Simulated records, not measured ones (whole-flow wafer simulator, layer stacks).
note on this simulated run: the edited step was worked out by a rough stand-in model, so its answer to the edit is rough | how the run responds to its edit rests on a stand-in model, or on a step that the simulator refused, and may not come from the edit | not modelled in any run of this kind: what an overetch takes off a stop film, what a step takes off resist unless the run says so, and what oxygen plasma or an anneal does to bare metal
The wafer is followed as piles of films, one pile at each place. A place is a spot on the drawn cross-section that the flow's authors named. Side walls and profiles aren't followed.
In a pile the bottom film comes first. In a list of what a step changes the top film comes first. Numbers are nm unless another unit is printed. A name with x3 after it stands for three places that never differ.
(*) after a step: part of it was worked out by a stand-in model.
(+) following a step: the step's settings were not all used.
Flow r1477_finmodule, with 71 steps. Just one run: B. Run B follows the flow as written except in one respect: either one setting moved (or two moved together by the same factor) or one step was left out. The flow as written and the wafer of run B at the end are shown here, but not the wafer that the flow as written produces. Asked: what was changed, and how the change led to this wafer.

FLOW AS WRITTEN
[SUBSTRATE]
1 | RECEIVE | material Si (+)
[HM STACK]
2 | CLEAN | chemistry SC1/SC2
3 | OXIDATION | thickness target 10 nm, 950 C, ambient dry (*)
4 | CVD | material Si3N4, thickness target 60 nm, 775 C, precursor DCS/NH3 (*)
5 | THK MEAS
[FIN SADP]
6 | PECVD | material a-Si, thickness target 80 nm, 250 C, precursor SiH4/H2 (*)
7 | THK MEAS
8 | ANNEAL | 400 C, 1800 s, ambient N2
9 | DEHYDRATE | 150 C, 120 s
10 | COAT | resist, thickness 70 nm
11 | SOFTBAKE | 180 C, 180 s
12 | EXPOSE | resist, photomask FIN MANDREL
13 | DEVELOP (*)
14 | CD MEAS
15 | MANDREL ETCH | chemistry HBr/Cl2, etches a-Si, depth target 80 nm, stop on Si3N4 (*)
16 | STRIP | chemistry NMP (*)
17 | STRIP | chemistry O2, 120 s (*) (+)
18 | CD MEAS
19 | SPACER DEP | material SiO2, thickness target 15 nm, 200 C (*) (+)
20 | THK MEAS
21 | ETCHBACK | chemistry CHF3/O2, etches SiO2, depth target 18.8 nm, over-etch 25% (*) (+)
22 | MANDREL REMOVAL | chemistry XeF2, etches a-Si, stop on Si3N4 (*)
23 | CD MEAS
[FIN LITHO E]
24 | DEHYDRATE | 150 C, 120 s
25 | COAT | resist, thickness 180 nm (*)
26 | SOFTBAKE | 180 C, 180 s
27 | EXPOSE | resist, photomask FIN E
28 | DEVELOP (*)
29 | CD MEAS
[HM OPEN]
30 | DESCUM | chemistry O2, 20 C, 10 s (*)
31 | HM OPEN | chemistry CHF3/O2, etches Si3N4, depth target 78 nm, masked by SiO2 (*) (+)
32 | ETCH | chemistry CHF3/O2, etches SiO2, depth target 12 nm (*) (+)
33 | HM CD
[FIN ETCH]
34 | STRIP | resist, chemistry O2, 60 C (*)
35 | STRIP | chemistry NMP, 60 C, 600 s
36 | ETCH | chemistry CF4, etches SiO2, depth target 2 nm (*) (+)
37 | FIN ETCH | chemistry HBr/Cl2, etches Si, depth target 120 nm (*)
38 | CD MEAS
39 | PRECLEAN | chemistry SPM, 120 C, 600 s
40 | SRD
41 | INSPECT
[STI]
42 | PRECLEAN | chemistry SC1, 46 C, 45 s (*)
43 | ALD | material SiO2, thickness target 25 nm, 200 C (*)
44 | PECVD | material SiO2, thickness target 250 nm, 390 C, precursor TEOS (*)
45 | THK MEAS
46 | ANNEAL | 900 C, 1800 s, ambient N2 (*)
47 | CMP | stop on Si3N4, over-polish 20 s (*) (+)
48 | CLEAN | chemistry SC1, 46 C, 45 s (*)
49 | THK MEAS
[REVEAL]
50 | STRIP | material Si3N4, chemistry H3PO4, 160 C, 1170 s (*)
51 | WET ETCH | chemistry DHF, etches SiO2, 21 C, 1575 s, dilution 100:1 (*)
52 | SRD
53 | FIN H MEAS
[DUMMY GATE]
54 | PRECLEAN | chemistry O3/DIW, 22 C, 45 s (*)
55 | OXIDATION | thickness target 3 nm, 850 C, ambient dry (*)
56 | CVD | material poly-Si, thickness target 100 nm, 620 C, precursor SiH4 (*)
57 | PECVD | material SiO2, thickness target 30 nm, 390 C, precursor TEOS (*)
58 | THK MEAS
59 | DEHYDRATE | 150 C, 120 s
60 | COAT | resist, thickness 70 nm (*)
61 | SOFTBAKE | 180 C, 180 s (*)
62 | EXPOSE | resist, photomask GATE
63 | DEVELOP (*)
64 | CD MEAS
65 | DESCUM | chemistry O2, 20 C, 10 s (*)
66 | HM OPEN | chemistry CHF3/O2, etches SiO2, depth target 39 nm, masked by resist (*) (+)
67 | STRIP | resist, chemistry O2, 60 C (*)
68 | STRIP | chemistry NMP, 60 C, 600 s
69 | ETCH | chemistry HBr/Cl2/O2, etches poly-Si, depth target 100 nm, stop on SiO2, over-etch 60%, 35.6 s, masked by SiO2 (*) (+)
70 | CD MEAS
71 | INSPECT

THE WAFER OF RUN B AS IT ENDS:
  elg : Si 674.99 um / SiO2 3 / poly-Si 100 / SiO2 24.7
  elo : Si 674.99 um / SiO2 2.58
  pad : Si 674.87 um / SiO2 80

What caused this: step 6, PECVD: thickness target 42 nm was run, while the flow as written has thickness target 80 nm.

The path from the change to this, step by step:
  6 | PECVD | material a-Si, thickness target 80 nm, 250 C, precursor SiH4/H2 (*)
      pad, padg, elg and 33 more: +42 a-Si (new film) (in the flow as written it would be: +80 a-Si (new film))
  15 | MANDREL ETCH | chemistry HBr/Cl2, etches a-Si, depth target 80 nm, stop on Si3N4 (*)
      pad, padg, elg and 27 more: -42 a-Si (all of it) (in the flow as written it would be: -80 a-Si (all of it))
      s40cg, s45cg, s50cg, s40co, s45co, s50co: -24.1 resist (in the flow as written it would be: -30.7 resist)
  16 | STRIP | chemistry NMP (*)
      s40cg, s45cg, s50cg, s40co, s45co, s50co: -45.9 resist (all of it) (in the flow as written it would be: -39.3 resist (all of it))
  21 | ETCHBACK | chemistry CHF3/O2, etches SiO2, depth target 18.8 nm, over-etch 25% (*) (+)
      s40sg_line, s45sg_line, s50sg_line, s40so_line, s45so_line, s50so_line: +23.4 SiO2 (in the flow as written it would be: +61.4 SiO2)
  22 | MANDREL REMOVAL | chemistry XeF2, etches a-Si, stop on Si3N4 (*)
      s40cg, s45cg, s50cg, s40co, s45co, s50co: -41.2 a-Si (all of it) (in the flow as written it would be: -79.2 a-Si (all of it))
  25 | COAT | resist, thickness 180 nm (*)
      s40cg, s40co: +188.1 resist (new film) (in the flow as written it would be: +197.6 resist (new film))
      s40sg, s40so: +191.7 resist (new film) (in the flow as written it would be: +201.2 resist (new film))
      (as well as at 14 more places)
  28 | DEVELOP (*)
      s40cg, s40co: -188.1 resist (all of it) (in the flow as written it would be: -197.6 resist (all of it))
      s40sg, s40so: -191.7 resist (all of it) (in the flow as written it would be: -201.2 resist (all of it))
      (as well as at 14 more places)
  31 | HM OPEN | chemistry CHF3/O2, etches Si3N4, depth target 78 nm, masked by SiO2 (*) (+)
      s40sg_line, s45sg_line, s50sg_line, s40so_line, s45so_line, s50so_line: -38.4 SiO2 (all of it), -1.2 Si3N4 (in the flow as written it would be: -39 SiO2)
  32 | ETCH | chemistry CHF3/O2, etches SiO2, depth target 12 nm (*) (+)
      s40sg_line, s45sg_line, s50sg_line, s40so_line, s45so_line, s50so_line: -1.43 Si3N4 (in the flow as written it would be: -12 SiO2)
      pad, padg, e40sg and 11 more: -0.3 Si (in the flow as written it would be: -2.4 Si)
      (as well as at 16 more places)
  34 | STRIP | resist, chemistry O2, 60 C (*)
      elg, e40lg, e100lg, e200lg, elo, e40lo, e100lo, e200lo: -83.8 resist (all of it) (in the flow as written it would be: -73.8 resist (all of it))
  36 | ETCH | chemistry CF4, etches SiO2, depth target 2 nm (*) (+)
      elg, e40lg, e100lg, e200lg, elo, e40lo, e100lo, e200lo: nothing (in the flow as written it would be: -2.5 Si3N4)
      s40sg_line, s45sg_line, s50sg_line, s40so_line, s45so_line, s50so_line: nothing (in the flow as written it would be: -2 SiO2)
  37 | FIN ETCH | chemistry HBr/Cl2, etches Si, depth target 120 nm (*)
      s40sg_line, s45sg_line, s50sg_line, s40so_line, s45so_line, s50so_line: -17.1 Si3N4 (in the flow as written it would be: -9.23 SiO2)
  43 | ALD | material SiO2, thickness target 25 nm, 200 C (*)
      s40sg_line, s45sg_line, s50sg_line, s40so_line, s45so_line, s50so_line: +25 SiO2 (new film) (in the flow as written it would be: +25 SiO2)
      s40cg, s45cg, s50cg, s40co, s45co, s50co: +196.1 SiO2 (new film) (in the flow as written it would be: +232.1 SiO2 (new film))
  47 | CMP | stop on Si3N4, over-polish 20 s (*) (+)
      elg, e40lg, e100lg, e200lg, elo, e40lo, e100lo, e200lo: -263.8 SiO2 (all of it), -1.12 Si3N4 (in the flow as written it would be: -241.6 SiO2)
      pad, padg, e40sg and 11 more: -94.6 SiO2 (in the flow as written it would be: -71.8 SiO2)
      (as well as at 14 more places)
  50 | STRIP | material Si3N4, chemistry H3PO4, 160 C, 1170 s (*)
      elg, e40lg, e100lg, e200lg, elo, e40lo, e100lo, e200lo: -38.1 Si3N4 (all of it), -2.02 SiO2 (in the flow as written it would be: -4.28 SiO2)
      s40sg_line, s45sg_line, s50sg_line, s40so_line, s45so_line, s50so_line: -38.1 Si3N4 (all of it), -2.02 SiO2 (in the flow as written it would be: -58.9 Si3N4 (all of it), -1.37 SiO2)
  51 | WET ETCH | chemistry DHF, etches SiO2, 21 C, 1575 s, dilution 100:1 (*)
      elg, e40lg, e100lg, e200lg, elo, e40lo, e100lo, e200lo: -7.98 SiO2 (all of it) (in the flow as written it would be: -17.8 SiO2 (all of it), -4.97 Si3N4)
      s40sg_line, s45sg_line, s50sg_line, s40so_line, s45so_line, s50so_line: -7.98 SiO2 (all of it) (in the flow as written it would be: -8.63 SiO2 (all of it))
  ... 6 further steps ...
  69 | ETCH | chemistry HBr/Cl2/O2, etches poly-Si, depth target 100 nm, stop on SiO2, over-etch 60%, 35.6 s, masked by SiO2 (*) (+)
      s40co: -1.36 chemical SiO2 (all of it), -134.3 poly-Si (all of it), -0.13 SiO2 (in the flow as written it would be: -1.46 chemical SiO2 (all of it), -111.5 poly-Si (all of it), -0.24 SiO2)
      s45co: -1.36 chemical SiO2 (all of it), -134.3 poly-Si (all of it), -0.13 SiO2 (in the flow as written it would be: -1.46 chemical SiO2 (all of it), -110.9 poly-Si (all of it), -0.25 SiO2)
      (as well as at 1 more place)
